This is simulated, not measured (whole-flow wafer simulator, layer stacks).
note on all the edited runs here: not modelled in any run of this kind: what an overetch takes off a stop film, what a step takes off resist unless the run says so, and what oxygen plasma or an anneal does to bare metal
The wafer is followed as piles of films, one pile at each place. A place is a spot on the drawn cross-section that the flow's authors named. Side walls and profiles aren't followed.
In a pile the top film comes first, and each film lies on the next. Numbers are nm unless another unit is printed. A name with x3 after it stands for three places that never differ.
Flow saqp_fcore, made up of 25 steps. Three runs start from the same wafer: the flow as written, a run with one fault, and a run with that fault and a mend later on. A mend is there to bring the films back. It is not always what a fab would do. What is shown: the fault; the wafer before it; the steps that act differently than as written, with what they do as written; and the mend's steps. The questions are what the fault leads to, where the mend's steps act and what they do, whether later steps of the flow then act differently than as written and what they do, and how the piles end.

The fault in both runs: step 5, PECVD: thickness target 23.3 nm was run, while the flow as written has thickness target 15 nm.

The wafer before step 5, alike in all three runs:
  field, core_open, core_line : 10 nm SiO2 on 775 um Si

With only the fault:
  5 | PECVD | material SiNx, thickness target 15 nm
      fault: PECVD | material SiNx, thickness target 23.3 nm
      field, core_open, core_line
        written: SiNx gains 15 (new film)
        fault: SiNx gains 23.3 (new film)
  None of the later steps of the flow acts differently than as written at any place that is followed.
  At field, core_open, core_line, the piles at the end differ from the flow's by more than 2% or 0.5 nm, whichever is larger.
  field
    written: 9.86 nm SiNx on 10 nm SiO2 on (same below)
    fault: 18.2 nm SiNx on 10 nm SiO2 on (same below)
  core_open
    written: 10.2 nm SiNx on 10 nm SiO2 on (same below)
    fault: 18.5 nm SiNx on 10 nm SiO2 on (same below)
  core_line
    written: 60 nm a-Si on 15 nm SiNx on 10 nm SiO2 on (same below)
    fault: 60 nm a-Si on 23.3 nm SiNx on 10 nm SiO2 on (same below)

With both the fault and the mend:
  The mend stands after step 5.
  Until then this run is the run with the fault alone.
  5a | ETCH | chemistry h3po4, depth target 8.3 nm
      field, core_open, core_line
        SiNx loses 8.3
  None of the later steps of the flow acts differently than as written at any place that is followed.
  At every place that both follow, the piles at the end match the flow's.
